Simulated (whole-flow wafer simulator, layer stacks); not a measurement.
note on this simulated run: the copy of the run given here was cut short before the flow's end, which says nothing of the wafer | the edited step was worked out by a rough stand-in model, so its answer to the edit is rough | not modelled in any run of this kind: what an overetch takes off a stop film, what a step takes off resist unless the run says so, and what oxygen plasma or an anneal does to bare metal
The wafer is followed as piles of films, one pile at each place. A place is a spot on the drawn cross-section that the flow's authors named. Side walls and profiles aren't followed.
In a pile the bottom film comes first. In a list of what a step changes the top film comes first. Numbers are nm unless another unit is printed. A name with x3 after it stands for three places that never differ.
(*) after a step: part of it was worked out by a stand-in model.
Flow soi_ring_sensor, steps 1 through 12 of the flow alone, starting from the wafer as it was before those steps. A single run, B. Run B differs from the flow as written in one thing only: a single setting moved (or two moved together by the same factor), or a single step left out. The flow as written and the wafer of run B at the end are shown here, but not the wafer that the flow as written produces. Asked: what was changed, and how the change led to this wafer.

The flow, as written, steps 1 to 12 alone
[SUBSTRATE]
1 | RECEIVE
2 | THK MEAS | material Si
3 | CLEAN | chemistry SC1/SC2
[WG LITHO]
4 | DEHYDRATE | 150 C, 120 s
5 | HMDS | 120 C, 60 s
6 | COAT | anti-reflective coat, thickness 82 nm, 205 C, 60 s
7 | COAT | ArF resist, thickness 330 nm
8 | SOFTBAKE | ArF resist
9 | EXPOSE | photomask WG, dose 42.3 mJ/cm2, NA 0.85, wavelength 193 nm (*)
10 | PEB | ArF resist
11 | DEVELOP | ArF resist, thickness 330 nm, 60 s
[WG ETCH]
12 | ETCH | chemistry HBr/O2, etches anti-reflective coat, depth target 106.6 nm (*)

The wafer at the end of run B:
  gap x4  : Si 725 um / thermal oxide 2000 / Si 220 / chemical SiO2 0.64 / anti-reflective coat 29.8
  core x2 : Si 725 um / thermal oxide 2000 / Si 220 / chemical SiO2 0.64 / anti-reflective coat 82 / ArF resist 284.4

Cause: step 12, ETCH: depth target 52.2 nm was run, though the flow has depth target 106.6 nm.

The path from the change to this, step by step:
  12 | ETCH | chemistry HBr/O2, etches anti-reflective coat, depth target 106.6 nm (*)
      gap x4: -52.2 anti-reflective coat (in the flow as written it would be: -82 anti-reflective coat (all of it), -0.64 chemical SiO2 (all of it))
      core x2: -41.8 ArF resist (in the flow as written it would be: -85.3 ArF resist)
